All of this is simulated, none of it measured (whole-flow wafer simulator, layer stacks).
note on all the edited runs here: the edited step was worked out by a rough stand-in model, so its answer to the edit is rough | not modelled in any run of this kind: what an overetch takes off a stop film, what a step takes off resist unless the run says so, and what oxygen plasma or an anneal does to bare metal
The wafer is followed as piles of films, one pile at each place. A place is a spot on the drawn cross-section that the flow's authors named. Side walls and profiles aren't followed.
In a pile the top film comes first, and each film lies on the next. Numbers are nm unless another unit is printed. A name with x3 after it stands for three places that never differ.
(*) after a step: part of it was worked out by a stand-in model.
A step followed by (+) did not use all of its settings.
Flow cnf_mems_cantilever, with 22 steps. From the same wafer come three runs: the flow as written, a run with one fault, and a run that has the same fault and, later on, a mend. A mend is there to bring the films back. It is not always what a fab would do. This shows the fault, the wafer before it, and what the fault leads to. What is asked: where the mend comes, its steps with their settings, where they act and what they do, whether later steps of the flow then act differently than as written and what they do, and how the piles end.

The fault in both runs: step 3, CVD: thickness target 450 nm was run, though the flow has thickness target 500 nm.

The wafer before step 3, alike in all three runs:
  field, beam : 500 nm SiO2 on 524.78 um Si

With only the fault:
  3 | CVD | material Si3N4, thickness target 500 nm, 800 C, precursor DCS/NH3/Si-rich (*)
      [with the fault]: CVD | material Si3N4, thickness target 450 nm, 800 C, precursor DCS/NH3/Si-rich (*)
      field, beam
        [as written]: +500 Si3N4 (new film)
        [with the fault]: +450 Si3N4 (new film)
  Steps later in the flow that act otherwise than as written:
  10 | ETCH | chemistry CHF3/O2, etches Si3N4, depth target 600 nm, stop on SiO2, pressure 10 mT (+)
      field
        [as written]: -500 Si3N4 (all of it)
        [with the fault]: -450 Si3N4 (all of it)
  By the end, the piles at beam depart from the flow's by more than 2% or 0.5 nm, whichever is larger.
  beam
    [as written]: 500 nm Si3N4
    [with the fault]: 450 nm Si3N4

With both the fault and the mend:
  The mend follows step 3.
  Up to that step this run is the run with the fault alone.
  3a | CVD | material Si3N4, thickness target 50 nm, 800 C, precursor DCS/NH3/Si-rich (*) (the flow's step 3 again, with other settings)
      field, beam
        +50 Si3N4
  Later steps of the flow that are run all act as written at every place that is followed.
  The piles end the same as the flow's at every place that both follow.
